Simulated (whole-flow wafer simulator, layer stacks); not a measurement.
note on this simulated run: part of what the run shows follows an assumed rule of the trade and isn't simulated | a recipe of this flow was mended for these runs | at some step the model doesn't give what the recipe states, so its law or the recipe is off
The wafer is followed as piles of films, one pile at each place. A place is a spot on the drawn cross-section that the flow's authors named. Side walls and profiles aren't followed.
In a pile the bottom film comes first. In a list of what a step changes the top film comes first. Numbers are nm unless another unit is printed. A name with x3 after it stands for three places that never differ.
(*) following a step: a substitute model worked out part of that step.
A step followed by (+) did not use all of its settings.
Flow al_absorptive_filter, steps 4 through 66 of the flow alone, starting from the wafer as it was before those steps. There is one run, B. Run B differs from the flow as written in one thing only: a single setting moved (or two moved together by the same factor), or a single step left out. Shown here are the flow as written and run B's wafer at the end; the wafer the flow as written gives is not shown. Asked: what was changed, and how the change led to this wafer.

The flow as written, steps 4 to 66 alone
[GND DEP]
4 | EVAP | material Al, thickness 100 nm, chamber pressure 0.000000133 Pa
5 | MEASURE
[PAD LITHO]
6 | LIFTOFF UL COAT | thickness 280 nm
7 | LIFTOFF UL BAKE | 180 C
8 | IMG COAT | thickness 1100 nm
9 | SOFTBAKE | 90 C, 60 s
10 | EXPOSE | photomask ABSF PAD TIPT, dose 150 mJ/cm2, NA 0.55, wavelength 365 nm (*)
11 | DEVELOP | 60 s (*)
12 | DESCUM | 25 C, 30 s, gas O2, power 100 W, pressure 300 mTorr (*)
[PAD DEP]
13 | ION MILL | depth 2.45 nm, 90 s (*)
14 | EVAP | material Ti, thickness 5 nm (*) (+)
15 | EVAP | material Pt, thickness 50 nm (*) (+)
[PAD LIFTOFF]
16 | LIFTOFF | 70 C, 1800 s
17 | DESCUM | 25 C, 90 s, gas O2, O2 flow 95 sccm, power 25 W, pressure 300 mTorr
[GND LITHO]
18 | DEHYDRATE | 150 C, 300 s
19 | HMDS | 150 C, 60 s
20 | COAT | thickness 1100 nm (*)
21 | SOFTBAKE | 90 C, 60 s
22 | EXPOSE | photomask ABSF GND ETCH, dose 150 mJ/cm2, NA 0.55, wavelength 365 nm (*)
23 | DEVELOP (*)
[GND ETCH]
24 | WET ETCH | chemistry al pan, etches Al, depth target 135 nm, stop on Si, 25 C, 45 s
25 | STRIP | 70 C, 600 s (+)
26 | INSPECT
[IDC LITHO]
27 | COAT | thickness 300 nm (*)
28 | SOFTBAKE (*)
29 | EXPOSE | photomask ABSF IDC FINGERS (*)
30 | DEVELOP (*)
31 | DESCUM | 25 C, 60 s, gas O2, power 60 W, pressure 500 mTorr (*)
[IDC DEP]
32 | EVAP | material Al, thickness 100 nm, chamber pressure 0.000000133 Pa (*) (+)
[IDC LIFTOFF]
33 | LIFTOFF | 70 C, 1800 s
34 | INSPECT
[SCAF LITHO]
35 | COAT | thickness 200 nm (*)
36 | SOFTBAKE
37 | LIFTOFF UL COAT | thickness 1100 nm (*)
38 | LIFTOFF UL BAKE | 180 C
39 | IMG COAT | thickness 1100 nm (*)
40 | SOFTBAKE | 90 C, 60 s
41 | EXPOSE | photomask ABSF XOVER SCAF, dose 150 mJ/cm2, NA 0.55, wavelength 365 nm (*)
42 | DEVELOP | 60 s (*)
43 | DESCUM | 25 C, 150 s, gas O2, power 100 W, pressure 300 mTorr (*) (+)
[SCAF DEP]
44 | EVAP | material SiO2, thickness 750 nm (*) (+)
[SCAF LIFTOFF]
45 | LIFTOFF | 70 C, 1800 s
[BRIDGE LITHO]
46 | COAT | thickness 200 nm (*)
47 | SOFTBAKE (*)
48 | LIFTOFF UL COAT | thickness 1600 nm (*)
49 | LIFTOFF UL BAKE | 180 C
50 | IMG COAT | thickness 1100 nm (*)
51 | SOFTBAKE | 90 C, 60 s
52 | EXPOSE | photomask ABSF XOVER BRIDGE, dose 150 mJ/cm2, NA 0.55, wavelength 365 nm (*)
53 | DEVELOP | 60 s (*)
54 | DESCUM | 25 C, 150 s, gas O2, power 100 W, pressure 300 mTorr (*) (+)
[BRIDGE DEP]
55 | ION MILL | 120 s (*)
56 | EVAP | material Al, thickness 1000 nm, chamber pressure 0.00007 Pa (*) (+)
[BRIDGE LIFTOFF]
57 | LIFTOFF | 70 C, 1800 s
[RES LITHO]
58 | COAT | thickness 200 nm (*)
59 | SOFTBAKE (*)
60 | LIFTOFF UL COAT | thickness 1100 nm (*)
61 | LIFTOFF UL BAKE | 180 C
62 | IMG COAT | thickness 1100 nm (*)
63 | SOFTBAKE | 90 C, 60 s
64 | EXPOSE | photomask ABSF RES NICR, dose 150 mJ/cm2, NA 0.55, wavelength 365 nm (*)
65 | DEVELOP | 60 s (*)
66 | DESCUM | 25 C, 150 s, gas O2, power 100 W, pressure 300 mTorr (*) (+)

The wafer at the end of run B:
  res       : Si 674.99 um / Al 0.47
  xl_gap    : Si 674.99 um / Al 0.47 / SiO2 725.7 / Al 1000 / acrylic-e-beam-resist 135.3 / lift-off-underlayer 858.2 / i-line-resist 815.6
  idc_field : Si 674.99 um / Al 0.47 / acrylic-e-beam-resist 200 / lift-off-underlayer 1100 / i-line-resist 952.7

Cause: step 4, EVAP: thickness 148.8 nm was run, whereas the flow has thickness 100 nm.

The path from the change to this, step by step:
  4 | EVAP | material Al, thickness 100 nm, chamber pressure 0.000000133 Pa
      gnd, pad_far, pad_near and 11 more: +148.8 Al (new film) (as written it would have been: +100 Al (new film))
  24 | WET ETCH | chemistry al pan, etches Al, depth target 135 nm, stop on Si, 25 C, 45 s
      res, xl_gap, idc_field, idc_line, idc_space: -135 Al (as written it would have been: -86.7 Al (all of it))
  27 | COAT | thickness 300 nm (*)
      ledge: +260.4 e-beam-resist (new film) (as written it would have been: +274.4 e-beam-resist (new film))
      res: +371.9 e-beam-resist (new film) (as written it would have been: +349.6 e-beam-resist (new film))
      (and at 2 other places as well)
  31 | DESCUM | 25 C, 60 s, gas O2, power 60 W, pressure 500 mTorr (*)
      idc_line: nothing (as written it would have been: +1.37 chemical SiO2 (new film), -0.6 Si)
  32 | EVAP | material Al, thickness 100 nm, chamber pressure 0.000000133 Pa (*) (+)
      idc_line: +100 Al (as written it would have been: +100 Al (new film))
  33 | LIFTOFF | 70 C, 1800 s
      ledge: -100 Al (all of it), -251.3 e-beam-resist (all of it) (as written it would have been: -100 Al (all of it), -265.3 e-beam-resist (all of it))
      res: -100 Al (all of it), -362.9 e-beam-resist (all of it) (as written it would have been: -100 Al (all of it), -340.6 e-beam-resist (all of it))
      (and at 2 other places as well)
  35 | COAT | thickness 200 nm (*)
      ledge: +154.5 acrylic-e-beam-resist (new film) (as written it would have been: +169.8 acrylic-e-beam-resist (new film))
      res: +243.8 acrylic-e-beam-resist (new film) (as written it would have been: +231.4 acrylic-e-beam-resist (new film))
      (and at 2 other places as well)
  37 | LIFTOFF UL COAT | thickness 1100 nm (*)
      res: +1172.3 lift-off-underlayer (new film) (as written it would have been: +1148.2 lift-off-underlayer (new film))
  43 | DESCUM | 25 C, 150 s, gas O2, power 100 W, pressure 300 mTorr (*) (+)
      gnd, pad_far, pad_near and 7 more: -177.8 i-line-resist (as written it would have been: -159.6 i-line-resist)
      xl_gap: -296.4 acrylic-e-beam-resist (all of it) (as written it would have been: -265.9 acrylic-e-beam-resist (all of it))
      (and at 1 other place as well)
  45 | LIFTOFF | 70 C, 1800 s
      ledge: -750 SiO2 (all of it), -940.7 i-line-resist (all of it), -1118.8 lift-off-underlayer (all of it), -154.5 acrylic-e-beam-resist (all of it) (as written it would have been: -750 SiO2 (all of it), -952.1 i-line-resist (all of it), -1114 lift-off-underlayer (all of it), -169.8 acrylic-e-beam-resist (all of it))
      res: -750 SiO2 (all of it), -946.5 i-line-resist (all of it), -1172.3 lift-off-underlayer (all of it), -243.8 acrylic-e-beam-resist (all of it) (as written it would have been: -750 SiO2 (all of it), -956.3 i-line-resist (all of it), -1148.2 lift-off-underlayer (all of it), -231.4 acrylic-e-beam-resist (all of it))
  46 | COAT | thickness 200 nm (*)
      ledge: +154.5 acrylic-e-beam-resist (new film) (as written it would have been: +169.8 acrylic-e-beam-resist (new film))
      res: +243.8 acrylic-e-beam-resist (new film) (as written it would have been: +231.4 acrylic-e-beam-resist (new film))
      (and at 2 other places as well)
  54 | DESCUM | 25 C, 150 s, gas O2, power 100 W, pressure 300 mTorr (*) (+)
      xl_gap: -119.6 acrylic-e-beam-resist (all of it) (as written it would have been: -97.9 acrylic-e-beam-resist (all of it))
      xl_turn: -134.9 acrylic-e-beam-resist (all of it) (as written it would have been: -141.8 acrylic-e-beam-resist (all of it))
  57 | LIFTOFF | 70 C, 1800 s
      ledge: -1000 Al (all of it), -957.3 i-line-resist (all of it), -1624 lift-off-underlayer (all of it), -154.5 acrylic-e-beam-resist (all of it) (as written it would have been: -1000 Al (all of it), -951.7 i-line-resist (all of it), -1617.2 lift-off-underlayer (all of it), -169.8 acrylic-e-beam-resist (all of it))
      res: -1000 Al (all of it), -960.8 i-line-resist (all of it), -1679.9 lift-off-underlayer (all of it), -243.8 acrylic-e-beam-resist (all of it) (as written it would have been: -1000 Al (all of it), -954.3 i-line-resist (all of it), -1653.2 lift-off-underlayer (all of it), -231.4 acrylic-e-beam-resist (all of it))
  58 | COAT | thickness 200 nm (*)
      ledge: +154.5 acrylic-e-beam-resist (new film) (as written it would have been: +169.8 acrylic-e-beam-resist (new film))
      res: +243.8 acrylic-e-beam-resist (new film) (as written it would have been: +231.4 acrylic-e-beam-resist (new film))
      (and at 2 other places as well)
  60 | LIFTOFF UL COAT | thickness 1100 nm (*)
      res: +1172.3 lift-off-underlayer (new film) (as written it would have been: +1148.2 lift-off-underlayer (new film))
      xl_gap: +858.2 lift-off-underlayer (new film) (as written it would have been: +831.4 lift-off-underlayer (new film))
  65 | DEVELOP | 60 s (*)
      res: -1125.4 i-line-resist (all of it), -1172.3 lift-off-underlayer (all of it) (as written it would have been: -1116.9 i-line-resist (all of it), -1148.2 lift-off-underlayer (all of it))
  66 | DESCUM | 25 C, 150 s, gas O2, power 100 W, pressure 300 mTorr (*) (+)
      gnd, pad_far, xa_field and 8 more: -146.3 i-line-resist (as written it would have been: -138.9 i-line-resist)
      ledge: -154.5 acrylic-e-beam-resist (all of it) (as written it would have been: -169.8 acrylic-e-beam-resist (all of it))
      (and at 1 other place as well)
If metal films that touch count as one body, res has 1 body; the flow as written gives 0 bodies.
If metal films that touch count as one body, xl_gap has 2 bodies (between them, from the top down: SiO2 725.7); the flow as written gives 1 body.
If metal films that touch count as one body, idc_field has 1 body; the flow as written gives 0 bodies.
